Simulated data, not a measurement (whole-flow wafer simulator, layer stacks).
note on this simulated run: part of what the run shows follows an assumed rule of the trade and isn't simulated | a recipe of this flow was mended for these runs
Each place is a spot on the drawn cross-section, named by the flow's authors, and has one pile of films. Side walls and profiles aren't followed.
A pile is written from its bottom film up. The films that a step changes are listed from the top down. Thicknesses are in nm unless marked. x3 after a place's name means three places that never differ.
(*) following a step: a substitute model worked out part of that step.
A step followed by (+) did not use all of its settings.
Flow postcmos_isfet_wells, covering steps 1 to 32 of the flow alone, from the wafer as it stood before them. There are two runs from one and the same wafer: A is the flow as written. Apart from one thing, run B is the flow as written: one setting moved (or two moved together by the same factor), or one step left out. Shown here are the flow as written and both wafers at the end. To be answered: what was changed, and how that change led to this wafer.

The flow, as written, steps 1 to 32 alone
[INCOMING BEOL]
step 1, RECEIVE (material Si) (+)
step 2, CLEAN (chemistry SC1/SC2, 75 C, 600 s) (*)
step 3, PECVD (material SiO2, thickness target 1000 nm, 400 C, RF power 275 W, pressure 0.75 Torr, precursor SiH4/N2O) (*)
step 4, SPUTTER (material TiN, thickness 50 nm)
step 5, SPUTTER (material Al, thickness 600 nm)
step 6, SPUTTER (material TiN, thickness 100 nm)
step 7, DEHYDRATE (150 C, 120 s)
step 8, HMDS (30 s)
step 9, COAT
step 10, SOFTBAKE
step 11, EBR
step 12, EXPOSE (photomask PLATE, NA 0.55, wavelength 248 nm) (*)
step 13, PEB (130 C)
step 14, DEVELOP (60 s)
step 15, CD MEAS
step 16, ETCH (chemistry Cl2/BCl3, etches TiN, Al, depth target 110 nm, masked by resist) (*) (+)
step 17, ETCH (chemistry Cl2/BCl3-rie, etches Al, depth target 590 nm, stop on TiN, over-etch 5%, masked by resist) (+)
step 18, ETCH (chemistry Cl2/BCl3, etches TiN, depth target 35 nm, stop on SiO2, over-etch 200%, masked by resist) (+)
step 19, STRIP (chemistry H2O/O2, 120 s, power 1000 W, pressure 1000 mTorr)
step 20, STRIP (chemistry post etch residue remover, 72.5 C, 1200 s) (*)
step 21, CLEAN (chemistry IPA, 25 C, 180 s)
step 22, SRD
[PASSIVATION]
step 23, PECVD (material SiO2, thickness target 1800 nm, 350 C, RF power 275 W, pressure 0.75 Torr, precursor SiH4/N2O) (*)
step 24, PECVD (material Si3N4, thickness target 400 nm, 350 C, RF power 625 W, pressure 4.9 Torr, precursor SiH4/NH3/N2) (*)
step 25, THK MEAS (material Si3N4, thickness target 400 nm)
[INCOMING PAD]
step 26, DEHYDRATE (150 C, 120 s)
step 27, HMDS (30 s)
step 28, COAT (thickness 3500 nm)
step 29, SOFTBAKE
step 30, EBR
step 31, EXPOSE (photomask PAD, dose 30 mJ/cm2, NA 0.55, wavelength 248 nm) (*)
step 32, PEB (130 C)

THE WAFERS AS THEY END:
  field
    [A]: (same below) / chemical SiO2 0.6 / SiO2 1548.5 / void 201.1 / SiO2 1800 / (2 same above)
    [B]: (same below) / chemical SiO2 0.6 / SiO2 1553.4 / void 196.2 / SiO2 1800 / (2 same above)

The reason: step 16, ETCH: depth target 86 nm was run, though the flow has depth target 110 nm.

How this came from the change, step by step:
  step 16, ETCH (chemistry Cl2/BCl3, etches TiN, Al, depth target 110 nm, masked by resist) (*) (+)
      field: A TiN loses 100 (all of it), Al loses 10 | B TiN loses 86
      margin x8: A thick-KrF-resist loses 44 | B thick-KrF-resist loses 34.4
  step 17, ETCH (chemistry Cl2/BCl3-rie, etches Al, depth target 590 nm, stop on TiN, over-etch 5%, masked by resist) (+)
      field: A Al loses 590 (all of it), TiN loses 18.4 | B TiN loses 14 (all of it), Al loses 567.6
  step 18, ETCH (chemistry Cl2/BCl3, etches TiN, depth target 35 nm, stop on SiO2, over-etch 200%, masked by resist) (+)
      field: A TiN loses 31.6 (all of it), SiO2 loses 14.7 | B Al loses 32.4 (all of it), TiN loses 50 (all of it), SiO2 loses 8.28
      margin x8: A thick-KrF-resist loses 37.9 | B thick-KrF-resist loses 42
  step 23, PECVD (material SiO2, thickness target 1800 nm, 350 C, RF power 275 W, pressure 0.75 Torr, precursor SiH4/N2O) (*)
      field: A SiO2 gains 1800 (new film), void gains 201.1 (new film), SiO2 gains 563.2 | B SiO2 gains 1800 (new film), void gains 196.2 (new film), SiO2 gains 561.7
